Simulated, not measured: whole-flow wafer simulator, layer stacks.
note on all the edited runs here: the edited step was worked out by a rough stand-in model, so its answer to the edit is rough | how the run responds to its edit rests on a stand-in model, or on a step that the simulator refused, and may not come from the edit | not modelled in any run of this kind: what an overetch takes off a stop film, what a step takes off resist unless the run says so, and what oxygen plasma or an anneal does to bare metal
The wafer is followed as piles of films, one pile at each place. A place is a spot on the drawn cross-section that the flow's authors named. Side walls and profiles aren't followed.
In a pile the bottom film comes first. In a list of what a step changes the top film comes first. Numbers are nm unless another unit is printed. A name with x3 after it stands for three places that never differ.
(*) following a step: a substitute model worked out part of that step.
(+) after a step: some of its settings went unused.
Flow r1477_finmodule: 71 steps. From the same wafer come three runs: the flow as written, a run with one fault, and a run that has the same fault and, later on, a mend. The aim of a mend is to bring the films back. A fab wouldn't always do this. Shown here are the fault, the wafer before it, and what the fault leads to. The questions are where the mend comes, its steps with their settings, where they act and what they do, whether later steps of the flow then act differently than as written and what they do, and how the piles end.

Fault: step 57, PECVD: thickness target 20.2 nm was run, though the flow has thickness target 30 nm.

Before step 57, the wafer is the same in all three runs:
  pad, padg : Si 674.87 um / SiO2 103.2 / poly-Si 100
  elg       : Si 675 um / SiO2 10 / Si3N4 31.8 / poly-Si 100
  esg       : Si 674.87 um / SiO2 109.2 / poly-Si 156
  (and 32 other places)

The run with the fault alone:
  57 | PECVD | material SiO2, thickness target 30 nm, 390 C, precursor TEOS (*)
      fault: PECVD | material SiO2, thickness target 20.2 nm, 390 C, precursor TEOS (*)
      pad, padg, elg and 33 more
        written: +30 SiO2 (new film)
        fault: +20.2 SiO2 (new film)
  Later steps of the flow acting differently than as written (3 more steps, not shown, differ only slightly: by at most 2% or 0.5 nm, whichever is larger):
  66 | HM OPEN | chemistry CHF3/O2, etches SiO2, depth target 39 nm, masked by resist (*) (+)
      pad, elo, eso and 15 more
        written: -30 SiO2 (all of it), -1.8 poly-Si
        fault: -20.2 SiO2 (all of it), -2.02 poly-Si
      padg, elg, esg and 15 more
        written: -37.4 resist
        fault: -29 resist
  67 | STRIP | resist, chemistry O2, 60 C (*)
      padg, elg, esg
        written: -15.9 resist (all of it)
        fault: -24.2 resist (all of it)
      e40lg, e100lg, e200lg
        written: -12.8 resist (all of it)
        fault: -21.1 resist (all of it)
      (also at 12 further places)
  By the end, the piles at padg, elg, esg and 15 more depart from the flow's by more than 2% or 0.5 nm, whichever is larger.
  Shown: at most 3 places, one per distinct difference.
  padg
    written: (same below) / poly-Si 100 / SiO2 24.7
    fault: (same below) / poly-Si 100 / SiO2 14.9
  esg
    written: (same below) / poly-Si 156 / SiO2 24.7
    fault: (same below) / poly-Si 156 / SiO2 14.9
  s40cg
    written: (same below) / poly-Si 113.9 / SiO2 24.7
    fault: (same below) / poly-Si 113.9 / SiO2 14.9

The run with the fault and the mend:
  The mend follows step 58.
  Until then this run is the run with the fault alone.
  58a | PECVD | material SiO2, thickness target 9.8 nm, 390 C, precursor TEOS (*) (the flow's step 57, run once more with other settings)
      pad, padg, elg and 33 more
        +9.8 SiO2
  Every later step of the flow that is run acts as written at every place that is followed.
  By the end, the piles equal the flow's at every place that both follow.
